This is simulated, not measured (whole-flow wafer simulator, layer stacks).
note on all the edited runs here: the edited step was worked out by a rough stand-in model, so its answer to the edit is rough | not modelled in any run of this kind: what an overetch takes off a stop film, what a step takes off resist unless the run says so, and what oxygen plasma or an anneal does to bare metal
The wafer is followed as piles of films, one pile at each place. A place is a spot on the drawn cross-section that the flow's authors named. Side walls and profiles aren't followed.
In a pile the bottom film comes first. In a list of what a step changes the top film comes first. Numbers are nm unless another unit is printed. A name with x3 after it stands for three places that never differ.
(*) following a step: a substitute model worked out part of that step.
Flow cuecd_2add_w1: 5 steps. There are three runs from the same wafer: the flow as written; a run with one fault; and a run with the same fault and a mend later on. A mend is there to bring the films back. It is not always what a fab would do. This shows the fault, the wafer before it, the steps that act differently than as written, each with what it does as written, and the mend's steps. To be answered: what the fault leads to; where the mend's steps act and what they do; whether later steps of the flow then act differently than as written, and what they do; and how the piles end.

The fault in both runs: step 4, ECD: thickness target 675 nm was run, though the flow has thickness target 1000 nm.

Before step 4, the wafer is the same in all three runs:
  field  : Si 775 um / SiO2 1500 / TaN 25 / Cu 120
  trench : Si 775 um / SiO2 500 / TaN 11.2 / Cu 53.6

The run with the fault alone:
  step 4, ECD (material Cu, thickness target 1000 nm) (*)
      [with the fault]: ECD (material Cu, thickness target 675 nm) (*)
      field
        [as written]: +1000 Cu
        [with the fault]: +675 Cu
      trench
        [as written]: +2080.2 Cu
        [with the fault]: +1755.2 Cu
  Every later step of the flow that is run acts as written at every place that is followed.
  The piles end different from the flow's at field, trench by more than 2% or 0.5 nm, whichever is larger.
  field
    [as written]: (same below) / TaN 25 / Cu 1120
    [with the fault]: (same below) / TaN 25 / Cu 795
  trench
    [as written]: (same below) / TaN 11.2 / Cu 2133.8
    [with the fault]: (same below) / TaN 11.2 / Cu 1808.8

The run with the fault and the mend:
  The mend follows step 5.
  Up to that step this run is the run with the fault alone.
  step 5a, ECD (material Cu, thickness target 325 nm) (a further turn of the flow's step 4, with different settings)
      field, trench
        +325 Cu
  Every later step of the flow that is run acts as written at every place that is followed.
  The piles end the same as the flow's at every place that both follow.
